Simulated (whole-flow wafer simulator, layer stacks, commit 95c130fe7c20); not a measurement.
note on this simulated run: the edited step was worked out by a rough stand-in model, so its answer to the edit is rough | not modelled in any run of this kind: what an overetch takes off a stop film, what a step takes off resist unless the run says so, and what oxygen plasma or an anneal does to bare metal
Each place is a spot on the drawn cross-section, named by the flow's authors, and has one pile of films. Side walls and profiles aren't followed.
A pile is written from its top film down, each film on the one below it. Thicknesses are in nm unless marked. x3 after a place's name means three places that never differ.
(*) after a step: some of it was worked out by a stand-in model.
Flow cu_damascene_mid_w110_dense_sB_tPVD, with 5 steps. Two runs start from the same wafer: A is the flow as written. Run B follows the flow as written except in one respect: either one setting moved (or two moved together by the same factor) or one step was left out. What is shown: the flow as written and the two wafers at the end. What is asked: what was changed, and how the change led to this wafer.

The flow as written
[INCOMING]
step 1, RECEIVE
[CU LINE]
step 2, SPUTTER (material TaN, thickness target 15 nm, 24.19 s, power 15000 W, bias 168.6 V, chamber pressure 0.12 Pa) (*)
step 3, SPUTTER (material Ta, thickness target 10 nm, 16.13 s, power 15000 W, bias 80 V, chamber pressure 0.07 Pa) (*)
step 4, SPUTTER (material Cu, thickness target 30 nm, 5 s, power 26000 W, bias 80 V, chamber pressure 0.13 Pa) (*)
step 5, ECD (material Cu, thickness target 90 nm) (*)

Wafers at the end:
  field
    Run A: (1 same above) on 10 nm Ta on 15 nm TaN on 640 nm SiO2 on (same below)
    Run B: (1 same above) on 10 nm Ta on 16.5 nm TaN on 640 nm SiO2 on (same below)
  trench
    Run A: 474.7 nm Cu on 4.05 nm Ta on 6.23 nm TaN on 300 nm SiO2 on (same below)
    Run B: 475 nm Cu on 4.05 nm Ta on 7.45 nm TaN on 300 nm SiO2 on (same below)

What caused this: step 2, SPUTTER: bias 107.9 V was run, whereas the flow has bias 168.6 V.

The path from the change to this, step by step:
  step 2, SPUTTER (material TaN, thickness target 15 nm, 24.19 s, power 15000 W, bias 168.6 V, chamber pressure 0.12 Pa) (*)
      field: A TaN gains 15 (new film) | B TaN gains 16.5 (new film)
      trench: A TaN gains 6.23 (new film) | B TaN gains 7.45 (new film)
